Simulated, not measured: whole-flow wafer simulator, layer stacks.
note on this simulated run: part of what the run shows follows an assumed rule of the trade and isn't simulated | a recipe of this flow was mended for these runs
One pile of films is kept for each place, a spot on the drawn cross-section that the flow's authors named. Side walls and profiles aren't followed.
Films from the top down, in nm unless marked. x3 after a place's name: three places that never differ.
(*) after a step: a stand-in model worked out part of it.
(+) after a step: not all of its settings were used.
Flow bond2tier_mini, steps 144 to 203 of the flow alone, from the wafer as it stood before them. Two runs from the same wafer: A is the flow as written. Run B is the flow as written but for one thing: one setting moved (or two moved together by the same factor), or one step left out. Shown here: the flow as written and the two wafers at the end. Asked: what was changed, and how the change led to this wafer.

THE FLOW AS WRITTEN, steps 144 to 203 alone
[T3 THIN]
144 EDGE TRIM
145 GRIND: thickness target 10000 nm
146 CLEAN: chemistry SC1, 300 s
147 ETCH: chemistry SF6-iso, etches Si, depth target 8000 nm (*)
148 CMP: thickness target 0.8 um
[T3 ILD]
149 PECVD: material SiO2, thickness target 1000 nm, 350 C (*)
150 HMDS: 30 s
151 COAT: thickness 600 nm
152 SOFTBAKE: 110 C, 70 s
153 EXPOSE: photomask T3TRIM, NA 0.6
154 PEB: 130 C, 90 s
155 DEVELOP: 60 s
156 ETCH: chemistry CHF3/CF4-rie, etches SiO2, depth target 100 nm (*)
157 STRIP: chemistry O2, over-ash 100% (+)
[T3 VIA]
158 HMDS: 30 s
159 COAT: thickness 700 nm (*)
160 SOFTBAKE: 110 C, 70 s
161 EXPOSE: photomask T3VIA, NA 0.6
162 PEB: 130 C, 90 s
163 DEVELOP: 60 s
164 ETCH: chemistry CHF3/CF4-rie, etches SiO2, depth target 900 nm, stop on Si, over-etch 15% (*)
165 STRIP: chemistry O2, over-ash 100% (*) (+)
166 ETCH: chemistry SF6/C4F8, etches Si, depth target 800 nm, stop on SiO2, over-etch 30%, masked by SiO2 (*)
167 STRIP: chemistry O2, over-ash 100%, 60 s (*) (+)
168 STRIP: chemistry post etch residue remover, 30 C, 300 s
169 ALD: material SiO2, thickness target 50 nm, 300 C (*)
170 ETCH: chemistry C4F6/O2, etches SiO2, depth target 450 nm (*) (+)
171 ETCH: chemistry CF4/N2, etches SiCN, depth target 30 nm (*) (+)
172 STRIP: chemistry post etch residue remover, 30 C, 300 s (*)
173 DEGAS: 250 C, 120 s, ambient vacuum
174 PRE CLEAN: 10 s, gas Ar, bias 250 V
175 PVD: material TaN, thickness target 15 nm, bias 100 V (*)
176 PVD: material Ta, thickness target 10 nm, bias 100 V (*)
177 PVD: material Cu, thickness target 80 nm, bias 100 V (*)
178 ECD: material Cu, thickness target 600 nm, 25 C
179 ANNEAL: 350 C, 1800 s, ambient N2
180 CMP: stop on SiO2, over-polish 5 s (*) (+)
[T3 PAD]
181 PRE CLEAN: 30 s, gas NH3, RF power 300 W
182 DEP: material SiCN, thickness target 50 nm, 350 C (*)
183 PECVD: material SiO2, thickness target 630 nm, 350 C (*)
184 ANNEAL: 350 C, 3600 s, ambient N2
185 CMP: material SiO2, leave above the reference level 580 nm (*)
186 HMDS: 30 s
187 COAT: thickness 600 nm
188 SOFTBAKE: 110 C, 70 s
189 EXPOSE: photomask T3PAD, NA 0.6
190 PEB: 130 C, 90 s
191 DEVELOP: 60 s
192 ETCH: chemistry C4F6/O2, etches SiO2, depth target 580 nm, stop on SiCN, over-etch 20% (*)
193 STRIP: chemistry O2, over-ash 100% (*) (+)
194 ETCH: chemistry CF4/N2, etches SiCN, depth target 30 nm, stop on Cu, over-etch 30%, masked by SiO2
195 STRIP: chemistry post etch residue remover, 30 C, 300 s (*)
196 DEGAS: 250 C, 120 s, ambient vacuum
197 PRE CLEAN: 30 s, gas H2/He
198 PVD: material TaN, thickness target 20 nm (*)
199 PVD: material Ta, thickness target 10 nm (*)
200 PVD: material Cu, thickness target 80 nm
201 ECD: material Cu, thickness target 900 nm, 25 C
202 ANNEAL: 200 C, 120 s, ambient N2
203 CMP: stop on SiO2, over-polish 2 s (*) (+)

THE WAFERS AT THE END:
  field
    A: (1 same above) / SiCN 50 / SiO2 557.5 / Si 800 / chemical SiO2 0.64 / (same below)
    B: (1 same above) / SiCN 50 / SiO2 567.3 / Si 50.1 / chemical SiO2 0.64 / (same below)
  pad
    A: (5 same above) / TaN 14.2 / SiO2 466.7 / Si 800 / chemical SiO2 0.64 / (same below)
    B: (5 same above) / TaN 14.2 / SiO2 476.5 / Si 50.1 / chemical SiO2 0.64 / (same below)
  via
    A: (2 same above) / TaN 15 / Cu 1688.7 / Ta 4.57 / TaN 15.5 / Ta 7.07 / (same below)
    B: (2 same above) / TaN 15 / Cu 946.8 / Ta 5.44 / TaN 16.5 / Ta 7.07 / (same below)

The cause: step 147, ETCH: depth target 9950 nm was run, where the flow has depth target 8000 nm.

How the change led to this, step by step:
  147 ETCH: chemistry SF6-iso, etches Si, depth target 8000 nm (*)
      field, pad, via: A chemical SiO2 -0.6 (all of it), Si -8000 | B chemical SiO2 -0.6 (all of it), Si -9949.6
  148 CMP: thickness target 0.8 um
      field, pad, via: A Si -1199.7 | B nothing
  166 ETCH: chemistry SF6/C4F8, etches Si, depth target 800 nm, stop on SiO2, over-etch 30%, masked by SiO2 (*)
      field, pad: A SiO2 -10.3 | B SiO2 -0.51
      via: A Si -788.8 (all of it), chemical SiO2 -0.64 (all of it), SiO2 -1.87 | B Si -38.9 (all of it), chemical SiO2 -0.64 (all of it), SiO2 -9.37
  170 ETCH: chemistry C4F6/O2, etches SiO2, depth target 450 nm (*) (+)
      via: A SiO2 -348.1 (all of it), SiCN -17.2 | B SiO2 -340.6 (all of it), SiCN -18.4
  171 ETCH: chemistry CF4/N2, etches SiCN, depth target 30 nm (*) (+)
      via: A SiCN -17.6 (all of it), TaN -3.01 | B SiCN -16.4 (all of it), TaN -3.32
  175 PVD: material TaN, thickness target 15 nm, bias 100 V (*)
      via: A TaN +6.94 | B TaN +8.24
  176 PVD: material Ta, thickness target 10 nm, bias 100 V (*)
      via: A Ta +4.57 (new film) | B Ta +5.44 (new film)
  177 PVD: material Cu, thickness target 80 nm, bias 100 V (*)
      via: A Cu +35 (new film) | B Cu +42.3 (new film)
  178 ECD: material Cu, thickness target 600 nm, 25 C
      via: A Cu +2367 | B Cu +1617.7
